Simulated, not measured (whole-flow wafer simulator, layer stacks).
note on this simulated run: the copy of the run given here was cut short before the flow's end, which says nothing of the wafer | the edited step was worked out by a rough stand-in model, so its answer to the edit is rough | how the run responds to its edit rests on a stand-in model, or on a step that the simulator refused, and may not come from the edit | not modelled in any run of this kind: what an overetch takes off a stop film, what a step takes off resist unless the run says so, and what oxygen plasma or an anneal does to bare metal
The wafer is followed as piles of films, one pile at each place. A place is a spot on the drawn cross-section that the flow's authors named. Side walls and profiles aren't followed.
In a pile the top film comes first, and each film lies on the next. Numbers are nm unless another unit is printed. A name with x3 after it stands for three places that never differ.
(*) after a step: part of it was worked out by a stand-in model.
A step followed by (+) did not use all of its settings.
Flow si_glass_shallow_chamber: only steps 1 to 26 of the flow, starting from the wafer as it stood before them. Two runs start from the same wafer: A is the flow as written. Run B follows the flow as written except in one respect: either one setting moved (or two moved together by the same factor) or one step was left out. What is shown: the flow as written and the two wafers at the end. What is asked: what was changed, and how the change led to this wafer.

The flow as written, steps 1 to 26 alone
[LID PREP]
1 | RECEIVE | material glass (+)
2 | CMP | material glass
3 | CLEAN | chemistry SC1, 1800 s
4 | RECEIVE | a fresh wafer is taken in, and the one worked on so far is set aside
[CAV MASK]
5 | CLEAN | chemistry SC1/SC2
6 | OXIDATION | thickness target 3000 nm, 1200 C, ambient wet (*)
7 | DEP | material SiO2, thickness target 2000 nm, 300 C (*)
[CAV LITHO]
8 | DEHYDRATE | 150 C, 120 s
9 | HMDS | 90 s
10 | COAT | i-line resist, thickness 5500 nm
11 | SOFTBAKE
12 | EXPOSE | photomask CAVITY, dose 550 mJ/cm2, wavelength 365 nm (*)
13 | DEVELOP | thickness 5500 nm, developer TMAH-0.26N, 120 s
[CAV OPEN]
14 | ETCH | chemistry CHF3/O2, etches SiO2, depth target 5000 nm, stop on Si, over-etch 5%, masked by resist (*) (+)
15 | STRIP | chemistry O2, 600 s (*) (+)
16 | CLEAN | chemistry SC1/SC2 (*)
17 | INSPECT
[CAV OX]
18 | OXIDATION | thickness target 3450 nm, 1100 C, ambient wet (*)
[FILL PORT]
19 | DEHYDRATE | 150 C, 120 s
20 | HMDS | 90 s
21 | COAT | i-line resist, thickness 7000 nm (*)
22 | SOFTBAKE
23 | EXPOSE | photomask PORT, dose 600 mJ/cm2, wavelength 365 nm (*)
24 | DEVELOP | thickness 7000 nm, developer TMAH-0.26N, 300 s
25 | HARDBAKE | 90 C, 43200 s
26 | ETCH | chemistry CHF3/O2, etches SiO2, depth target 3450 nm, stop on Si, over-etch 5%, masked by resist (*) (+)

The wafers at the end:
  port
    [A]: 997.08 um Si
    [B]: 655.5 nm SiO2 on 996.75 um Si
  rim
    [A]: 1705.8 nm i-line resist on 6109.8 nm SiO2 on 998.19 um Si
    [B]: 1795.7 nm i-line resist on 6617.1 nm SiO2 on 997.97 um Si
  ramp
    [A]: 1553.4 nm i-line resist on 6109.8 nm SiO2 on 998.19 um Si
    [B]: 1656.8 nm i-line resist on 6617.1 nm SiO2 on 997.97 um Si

Cause: step 18, OXIDATION: thickness target 4278 nm was run, whereas the flow has thickness target 3450 nm.

The path from the change to this, step by step:
  18 | OXIDATION | thickness target 3450 nm, 1100 C, ambient wet (*)
      rim, ramp, septum, ring: A +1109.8 SiO2, -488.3 Si | B +1617.1 SiO2, -711.5 Si
      cav, port: A +3450 SiO2 (new film), -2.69 chemical SiO2 (all of it), -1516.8 Si | B +4278 SiO2 (new film), -2.69 chemical SiO2 (all of it), -1881.1 Si
  22 | SOFTBAKE
      rim: A -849 i-line resist | B -817.6 i-line resist
      ramp: A -434.5 i-line resist | B -413 i-line resist
      (as well as at 3 more places)
  25 | HARDBAKE | 90 C, 43200 s
      rim: A -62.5 i-line resist | B -65.8 i-line resist
      ramp: A -57.1 i-line resist | B -60.7 i-line resist
  26 | ETCH | chemistry CHF3/O2, etches SiO2, depth target 3450 nm, stop on Si, over-etch 5%, masked by resist (*) (+)
      port: A -3450 SiO2 (all of it), -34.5 Si | B -3622.5 SiO2
